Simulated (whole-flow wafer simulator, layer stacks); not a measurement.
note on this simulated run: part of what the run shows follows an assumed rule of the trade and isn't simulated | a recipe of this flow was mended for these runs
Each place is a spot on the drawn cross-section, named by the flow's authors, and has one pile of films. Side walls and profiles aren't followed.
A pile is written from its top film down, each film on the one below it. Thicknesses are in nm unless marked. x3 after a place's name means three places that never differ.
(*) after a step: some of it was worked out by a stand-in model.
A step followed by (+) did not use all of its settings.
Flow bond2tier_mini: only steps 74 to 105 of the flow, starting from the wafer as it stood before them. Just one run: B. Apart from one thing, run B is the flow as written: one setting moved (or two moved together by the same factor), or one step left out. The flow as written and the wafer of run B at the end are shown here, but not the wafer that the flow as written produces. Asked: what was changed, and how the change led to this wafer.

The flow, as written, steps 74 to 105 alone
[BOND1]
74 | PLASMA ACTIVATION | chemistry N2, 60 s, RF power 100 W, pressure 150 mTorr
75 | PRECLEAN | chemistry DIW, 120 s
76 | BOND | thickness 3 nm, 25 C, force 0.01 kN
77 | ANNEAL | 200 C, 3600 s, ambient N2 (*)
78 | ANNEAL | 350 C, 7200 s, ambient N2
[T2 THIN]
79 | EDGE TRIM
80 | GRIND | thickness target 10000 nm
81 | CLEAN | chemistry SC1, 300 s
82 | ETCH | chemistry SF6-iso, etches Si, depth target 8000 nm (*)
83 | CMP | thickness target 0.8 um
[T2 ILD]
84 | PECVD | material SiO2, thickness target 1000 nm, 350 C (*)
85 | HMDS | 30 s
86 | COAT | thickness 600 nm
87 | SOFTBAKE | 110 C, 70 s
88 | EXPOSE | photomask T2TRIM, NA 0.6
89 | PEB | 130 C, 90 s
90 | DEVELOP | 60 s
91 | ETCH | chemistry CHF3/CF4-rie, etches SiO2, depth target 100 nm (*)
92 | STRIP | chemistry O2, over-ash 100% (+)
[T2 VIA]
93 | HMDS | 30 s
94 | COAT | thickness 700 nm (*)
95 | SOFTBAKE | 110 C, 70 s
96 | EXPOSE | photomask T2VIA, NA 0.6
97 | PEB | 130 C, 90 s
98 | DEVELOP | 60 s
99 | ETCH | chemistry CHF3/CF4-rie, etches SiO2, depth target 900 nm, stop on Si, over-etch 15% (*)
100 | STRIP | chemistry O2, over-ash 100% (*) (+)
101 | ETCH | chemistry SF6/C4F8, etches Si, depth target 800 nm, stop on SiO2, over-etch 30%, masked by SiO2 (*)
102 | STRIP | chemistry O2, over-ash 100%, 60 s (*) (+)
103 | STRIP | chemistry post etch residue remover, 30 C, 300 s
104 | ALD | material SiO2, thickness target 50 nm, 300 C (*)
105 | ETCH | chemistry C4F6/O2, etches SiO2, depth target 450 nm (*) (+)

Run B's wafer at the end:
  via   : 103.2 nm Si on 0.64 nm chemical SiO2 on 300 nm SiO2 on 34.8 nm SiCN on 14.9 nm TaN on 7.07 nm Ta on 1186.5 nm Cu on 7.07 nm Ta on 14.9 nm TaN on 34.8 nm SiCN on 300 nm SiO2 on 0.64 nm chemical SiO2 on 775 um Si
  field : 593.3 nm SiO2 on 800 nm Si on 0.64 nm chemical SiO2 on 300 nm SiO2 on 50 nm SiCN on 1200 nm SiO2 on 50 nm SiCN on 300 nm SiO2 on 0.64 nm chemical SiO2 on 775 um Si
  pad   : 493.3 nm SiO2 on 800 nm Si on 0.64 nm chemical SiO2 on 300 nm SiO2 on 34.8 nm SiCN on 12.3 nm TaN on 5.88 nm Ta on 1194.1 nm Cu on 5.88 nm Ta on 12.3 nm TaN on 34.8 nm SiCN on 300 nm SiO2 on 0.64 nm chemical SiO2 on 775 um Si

What caused this: step 101, ETCH: depth target 512 nm was run, while the flow as written has depth target 800 nm.

How this came from the change, step by step:
  101 | ETCH | chemistry SF6/C4F8, etches Si, depth target 800 nm, stop on SiO2, over-etch 30%, masked by SiO2 (*)
      via: Si loses 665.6 (in the flow as written it would be: Si loses 788.8 (all of it), chemical SiO2 loses 0.64 (all of it), SiO2 loses 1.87)
      field, pad: SiO2 loses 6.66 (in the flow as written it would be: SiO2 loses 10.3)
  104 | ALD | material SiO2, thickness target 50 nm, 300 C (*)
      via: SiO2 gains 50 (new film) (in the flow as written it would be: SiO2 gains 50)
  105 | ETCH | chemistry C4F6/O2, etches SiO2, depth target 450 nm (*) (+)
      via: SiO2 loses 50 (all of it), Si loses 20 (in the flow as written it would be: SiO2 loses 348.1 (all of it), SiCN loses 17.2)
